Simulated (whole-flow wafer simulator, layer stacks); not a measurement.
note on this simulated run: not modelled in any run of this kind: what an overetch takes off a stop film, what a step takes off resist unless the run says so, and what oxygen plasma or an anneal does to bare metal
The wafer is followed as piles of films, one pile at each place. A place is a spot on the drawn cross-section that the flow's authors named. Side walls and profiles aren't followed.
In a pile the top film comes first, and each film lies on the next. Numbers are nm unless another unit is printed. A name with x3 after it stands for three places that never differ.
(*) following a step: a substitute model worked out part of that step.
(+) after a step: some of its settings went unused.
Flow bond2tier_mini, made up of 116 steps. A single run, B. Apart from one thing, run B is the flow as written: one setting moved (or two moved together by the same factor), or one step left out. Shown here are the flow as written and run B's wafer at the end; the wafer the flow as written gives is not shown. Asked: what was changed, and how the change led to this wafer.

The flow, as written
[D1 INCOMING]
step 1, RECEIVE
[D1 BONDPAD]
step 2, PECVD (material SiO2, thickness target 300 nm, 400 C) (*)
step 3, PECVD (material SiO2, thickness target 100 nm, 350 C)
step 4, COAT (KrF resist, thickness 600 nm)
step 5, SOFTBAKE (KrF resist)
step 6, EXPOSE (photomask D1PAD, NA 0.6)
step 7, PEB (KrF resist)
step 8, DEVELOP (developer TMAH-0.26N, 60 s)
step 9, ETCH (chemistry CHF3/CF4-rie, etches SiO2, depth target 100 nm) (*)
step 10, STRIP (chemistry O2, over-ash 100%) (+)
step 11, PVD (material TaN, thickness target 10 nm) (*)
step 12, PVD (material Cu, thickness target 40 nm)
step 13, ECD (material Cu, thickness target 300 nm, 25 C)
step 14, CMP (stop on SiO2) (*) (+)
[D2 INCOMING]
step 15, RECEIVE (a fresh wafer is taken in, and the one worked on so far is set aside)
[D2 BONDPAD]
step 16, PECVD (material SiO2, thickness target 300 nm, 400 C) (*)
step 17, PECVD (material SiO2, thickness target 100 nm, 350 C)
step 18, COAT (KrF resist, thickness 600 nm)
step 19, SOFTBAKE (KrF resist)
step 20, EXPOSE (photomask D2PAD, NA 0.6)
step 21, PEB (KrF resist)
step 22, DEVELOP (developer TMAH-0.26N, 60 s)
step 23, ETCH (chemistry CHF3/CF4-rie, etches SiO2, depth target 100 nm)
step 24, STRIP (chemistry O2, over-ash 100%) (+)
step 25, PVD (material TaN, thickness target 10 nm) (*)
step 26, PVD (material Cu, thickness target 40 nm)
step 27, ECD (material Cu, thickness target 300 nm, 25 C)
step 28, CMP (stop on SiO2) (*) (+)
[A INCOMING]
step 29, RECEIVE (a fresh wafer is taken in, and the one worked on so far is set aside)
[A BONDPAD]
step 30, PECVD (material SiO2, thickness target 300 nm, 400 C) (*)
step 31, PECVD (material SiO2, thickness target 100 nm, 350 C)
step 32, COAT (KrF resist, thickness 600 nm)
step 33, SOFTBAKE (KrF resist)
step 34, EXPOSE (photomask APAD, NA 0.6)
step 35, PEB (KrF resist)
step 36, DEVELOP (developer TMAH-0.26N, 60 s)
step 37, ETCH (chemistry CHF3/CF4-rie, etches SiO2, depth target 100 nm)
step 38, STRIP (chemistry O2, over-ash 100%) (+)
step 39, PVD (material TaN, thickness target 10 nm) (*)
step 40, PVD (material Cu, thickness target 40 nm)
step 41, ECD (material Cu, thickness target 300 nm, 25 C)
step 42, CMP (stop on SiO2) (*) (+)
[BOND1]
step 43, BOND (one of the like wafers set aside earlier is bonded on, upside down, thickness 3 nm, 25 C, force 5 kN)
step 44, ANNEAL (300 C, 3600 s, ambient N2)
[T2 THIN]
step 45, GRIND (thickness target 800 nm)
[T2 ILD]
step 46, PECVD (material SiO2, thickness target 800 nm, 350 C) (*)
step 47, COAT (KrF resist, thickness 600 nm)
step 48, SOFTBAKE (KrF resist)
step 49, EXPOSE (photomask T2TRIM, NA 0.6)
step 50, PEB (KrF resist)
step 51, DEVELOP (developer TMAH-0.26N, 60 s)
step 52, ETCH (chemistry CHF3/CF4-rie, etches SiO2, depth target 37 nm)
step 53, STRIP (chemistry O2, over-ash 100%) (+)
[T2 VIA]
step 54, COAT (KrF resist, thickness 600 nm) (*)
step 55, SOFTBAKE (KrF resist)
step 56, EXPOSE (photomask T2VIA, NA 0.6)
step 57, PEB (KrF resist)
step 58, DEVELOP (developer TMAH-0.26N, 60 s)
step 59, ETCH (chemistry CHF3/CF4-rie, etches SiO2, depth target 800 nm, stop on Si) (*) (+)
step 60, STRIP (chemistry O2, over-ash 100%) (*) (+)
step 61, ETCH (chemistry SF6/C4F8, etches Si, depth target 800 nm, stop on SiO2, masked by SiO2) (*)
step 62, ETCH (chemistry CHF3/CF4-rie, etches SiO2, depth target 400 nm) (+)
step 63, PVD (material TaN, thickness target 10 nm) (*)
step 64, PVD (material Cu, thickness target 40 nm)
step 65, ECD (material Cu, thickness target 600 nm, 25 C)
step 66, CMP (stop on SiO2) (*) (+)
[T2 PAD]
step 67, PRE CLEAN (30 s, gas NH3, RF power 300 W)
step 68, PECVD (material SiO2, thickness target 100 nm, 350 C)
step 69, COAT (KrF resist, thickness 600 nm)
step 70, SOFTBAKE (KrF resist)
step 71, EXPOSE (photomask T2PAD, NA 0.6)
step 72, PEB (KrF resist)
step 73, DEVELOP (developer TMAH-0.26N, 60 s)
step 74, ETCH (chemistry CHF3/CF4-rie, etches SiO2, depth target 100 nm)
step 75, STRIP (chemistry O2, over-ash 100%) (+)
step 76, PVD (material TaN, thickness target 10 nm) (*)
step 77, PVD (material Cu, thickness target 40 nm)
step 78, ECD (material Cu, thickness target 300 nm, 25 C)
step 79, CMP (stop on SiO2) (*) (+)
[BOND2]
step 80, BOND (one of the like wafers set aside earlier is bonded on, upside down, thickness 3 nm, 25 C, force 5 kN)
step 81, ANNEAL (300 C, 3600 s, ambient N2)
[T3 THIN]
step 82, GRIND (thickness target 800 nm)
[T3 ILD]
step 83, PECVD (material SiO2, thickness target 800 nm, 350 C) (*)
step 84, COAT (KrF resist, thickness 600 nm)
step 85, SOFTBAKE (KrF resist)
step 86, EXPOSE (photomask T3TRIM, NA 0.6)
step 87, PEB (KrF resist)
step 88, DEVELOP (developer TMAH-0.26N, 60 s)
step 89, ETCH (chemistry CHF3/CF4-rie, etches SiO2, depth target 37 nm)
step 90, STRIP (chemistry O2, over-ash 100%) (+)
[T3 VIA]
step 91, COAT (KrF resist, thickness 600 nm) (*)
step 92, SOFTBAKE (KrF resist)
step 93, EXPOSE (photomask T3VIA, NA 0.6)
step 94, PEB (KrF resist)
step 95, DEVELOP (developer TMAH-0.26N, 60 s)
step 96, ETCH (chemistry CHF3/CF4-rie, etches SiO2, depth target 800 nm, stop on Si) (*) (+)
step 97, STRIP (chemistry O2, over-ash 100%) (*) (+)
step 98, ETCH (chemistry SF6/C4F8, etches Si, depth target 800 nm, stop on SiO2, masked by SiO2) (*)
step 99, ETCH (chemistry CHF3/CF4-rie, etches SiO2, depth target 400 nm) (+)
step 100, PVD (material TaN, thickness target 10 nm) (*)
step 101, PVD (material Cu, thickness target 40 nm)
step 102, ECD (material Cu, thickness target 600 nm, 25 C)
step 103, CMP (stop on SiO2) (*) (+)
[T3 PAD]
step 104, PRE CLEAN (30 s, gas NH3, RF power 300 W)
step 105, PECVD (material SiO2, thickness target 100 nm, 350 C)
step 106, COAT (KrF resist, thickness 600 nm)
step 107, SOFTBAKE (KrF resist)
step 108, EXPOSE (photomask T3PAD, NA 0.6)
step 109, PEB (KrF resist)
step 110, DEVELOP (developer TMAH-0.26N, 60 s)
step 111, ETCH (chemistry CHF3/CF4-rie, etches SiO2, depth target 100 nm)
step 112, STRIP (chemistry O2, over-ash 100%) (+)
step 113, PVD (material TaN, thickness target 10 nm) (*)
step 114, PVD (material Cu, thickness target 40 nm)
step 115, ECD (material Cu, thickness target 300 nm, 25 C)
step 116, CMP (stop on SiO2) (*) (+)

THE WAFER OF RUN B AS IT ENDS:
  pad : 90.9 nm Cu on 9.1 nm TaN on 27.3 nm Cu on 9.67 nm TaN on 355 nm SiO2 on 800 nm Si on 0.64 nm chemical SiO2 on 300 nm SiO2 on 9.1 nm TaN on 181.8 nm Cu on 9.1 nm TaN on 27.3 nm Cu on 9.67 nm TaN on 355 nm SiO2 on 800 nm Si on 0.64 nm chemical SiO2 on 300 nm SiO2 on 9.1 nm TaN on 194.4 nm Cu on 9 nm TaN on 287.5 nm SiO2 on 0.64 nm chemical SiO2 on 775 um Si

The reason: step 37, ETCH: depth target 112.5 nm was run, though the flow has depth target 100 nm.

How this came from the change, step by step:
  step 37, ETCH (chemistry CHF3/CF4-rie, etches SiO2, depth target 100 nm)
      pad, via: SiO2 loses 112.5 (as written it would have been: SiO2 loses 100)
      field: KrF resist loses 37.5 (as written it would have been: KrF resist loses 33.3)
  step 41, ECD (material Cu, thickness target 300 nm, 25 C)
      pad: Cu gains 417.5 (as written it would have been: Cu gains 404.5)
      via: Cu gains 412.7 (as written it would have been: Cu gains 400.2)
